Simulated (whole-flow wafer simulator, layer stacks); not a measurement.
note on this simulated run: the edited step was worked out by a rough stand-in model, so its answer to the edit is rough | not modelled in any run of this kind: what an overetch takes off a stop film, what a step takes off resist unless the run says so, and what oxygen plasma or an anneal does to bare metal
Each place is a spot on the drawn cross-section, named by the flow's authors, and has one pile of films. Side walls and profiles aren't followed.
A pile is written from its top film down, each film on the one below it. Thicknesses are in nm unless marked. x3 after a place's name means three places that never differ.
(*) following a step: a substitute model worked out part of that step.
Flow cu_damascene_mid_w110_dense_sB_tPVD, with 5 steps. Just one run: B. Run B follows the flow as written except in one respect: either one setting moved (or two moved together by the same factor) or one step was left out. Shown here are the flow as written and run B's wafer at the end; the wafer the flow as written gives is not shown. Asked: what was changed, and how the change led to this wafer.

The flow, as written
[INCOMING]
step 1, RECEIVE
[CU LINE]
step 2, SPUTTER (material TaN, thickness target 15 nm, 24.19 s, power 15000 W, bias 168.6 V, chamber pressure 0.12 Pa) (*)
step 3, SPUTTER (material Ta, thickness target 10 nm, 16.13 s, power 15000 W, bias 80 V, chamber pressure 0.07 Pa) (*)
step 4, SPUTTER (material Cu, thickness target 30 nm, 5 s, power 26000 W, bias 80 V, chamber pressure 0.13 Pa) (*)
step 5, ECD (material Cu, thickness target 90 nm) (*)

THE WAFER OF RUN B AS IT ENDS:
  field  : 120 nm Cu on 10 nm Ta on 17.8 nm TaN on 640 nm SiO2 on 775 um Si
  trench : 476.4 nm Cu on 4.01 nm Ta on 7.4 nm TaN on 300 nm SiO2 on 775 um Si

What caused this: step 2, SPUTTER: 28.73 s was run, though the flow has 24.19 s.

The path from the change to this, step by step:
  step 2, SPUTTER (material TaN, thickness target 15 nm, 24.19 s, power 15000 W, bias 168.6 V, chamber pressure 0.12 Pa) (*)
      field: TaN gains 17.8 (new film) (it would be, as written: TaN gains 15 (new film))
      trench: TaN gains 7.4 (new film) (it would be, as written: TaN gains 6.23 (new film))
